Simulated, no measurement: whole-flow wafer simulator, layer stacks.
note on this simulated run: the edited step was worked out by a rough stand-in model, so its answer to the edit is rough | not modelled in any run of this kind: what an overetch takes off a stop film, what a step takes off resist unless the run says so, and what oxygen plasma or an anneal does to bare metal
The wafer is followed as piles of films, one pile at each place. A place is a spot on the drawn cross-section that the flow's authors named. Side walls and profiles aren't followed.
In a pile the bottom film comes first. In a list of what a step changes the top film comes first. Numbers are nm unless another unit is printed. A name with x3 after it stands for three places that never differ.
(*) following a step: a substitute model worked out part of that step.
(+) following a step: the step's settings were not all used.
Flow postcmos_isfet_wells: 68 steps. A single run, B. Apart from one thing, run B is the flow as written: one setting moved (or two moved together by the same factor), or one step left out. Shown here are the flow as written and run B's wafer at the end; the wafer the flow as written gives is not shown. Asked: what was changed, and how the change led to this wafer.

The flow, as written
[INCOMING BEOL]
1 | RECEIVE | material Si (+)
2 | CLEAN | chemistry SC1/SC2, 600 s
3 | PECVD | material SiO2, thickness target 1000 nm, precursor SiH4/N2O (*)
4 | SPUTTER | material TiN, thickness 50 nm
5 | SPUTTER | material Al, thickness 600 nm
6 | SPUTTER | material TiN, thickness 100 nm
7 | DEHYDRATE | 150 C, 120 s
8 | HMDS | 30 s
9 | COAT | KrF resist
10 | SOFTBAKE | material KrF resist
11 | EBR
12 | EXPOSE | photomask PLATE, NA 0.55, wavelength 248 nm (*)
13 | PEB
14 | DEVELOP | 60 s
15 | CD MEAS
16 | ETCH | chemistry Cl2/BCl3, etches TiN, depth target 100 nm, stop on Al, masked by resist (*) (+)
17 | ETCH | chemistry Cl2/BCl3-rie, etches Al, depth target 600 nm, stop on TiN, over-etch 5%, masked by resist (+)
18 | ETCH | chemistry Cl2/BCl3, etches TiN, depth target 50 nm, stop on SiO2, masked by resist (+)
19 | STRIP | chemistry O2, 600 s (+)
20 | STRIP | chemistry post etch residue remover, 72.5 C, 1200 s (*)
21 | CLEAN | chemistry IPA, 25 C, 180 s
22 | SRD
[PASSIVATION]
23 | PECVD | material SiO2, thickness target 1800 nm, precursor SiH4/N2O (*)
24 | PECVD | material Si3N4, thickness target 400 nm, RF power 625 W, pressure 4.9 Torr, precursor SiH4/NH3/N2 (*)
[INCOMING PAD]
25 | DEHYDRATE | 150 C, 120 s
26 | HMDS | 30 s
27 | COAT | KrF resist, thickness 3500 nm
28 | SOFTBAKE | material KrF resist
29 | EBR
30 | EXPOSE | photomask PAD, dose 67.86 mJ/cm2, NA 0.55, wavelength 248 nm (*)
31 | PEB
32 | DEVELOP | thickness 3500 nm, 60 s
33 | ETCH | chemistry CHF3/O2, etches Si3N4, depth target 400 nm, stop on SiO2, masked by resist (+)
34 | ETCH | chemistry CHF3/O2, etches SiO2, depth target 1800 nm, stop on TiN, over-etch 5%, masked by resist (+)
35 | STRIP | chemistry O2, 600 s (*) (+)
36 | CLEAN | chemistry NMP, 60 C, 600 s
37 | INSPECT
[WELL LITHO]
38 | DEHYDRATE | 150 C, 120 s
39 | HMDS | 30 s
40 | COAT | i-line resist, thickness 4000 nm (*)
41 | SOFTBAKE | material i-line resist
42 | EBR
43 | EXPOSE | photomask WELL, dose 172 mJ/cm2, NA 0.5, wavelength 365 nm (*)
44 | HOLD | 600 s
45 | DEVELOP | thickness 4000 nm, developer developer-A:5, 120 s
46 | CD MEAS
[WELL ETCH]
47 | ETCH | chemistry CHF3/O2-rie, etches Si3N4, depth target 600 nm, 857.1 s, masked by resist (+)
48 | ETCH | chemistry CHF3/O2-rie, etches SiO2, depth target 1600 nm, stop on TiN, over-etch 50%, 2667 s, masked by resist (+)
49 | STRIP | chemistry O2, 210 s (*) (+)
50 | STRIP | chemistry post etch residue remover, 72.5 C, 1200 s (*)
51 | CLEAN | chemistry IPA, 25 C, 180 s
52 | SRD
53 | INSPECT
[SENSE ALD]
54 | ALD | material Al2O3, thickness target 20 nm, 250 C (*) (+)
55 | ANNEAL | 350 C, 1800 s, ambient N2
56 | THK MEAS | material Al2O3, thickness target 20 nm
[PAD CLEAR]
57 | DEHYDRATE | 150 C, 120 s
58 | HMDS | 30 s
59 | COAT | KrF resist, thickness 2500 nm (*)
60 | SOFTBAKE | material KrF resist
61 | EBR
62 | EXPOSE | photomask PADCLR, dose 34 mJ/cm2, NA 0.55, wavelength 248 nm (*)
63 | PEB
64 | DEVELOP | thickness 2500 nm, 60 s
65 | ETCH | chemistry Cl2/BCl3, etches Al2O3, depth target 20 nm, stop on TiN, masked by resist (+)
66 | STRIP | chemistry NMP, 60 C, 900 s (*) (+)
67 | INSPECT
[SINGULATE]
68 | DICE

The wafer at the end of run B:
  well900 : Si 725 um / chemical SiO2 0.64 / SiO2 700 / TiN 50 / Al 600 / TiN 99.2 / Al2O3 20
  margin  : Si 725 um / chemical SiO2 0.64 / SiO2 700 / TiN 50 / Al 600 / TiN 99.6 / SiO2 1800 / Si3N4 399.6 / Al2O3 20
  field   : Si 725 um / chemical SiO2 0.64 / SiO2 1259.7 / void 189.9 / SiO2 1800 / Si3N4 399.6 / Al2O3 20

What caused this: step 3, PECVD: thickness target 700 nm was run, though the flow has thickness target 1000 nm.
The wafer lets one read it off: well900 has SiO2 700, and step 3 as written asks for 1000 nm.

How this came from the change, step by step:
  3 | PECVD | material SiO2, thickness target 1000 nm, precursor SiH4/N2O (*)
      field, margin, well900, well1300 x3, pad_rim, pad_clr, pad_open: SiO2 gains 700 (new film) (it would be, as written: SiO2 gains 1000 (new film))
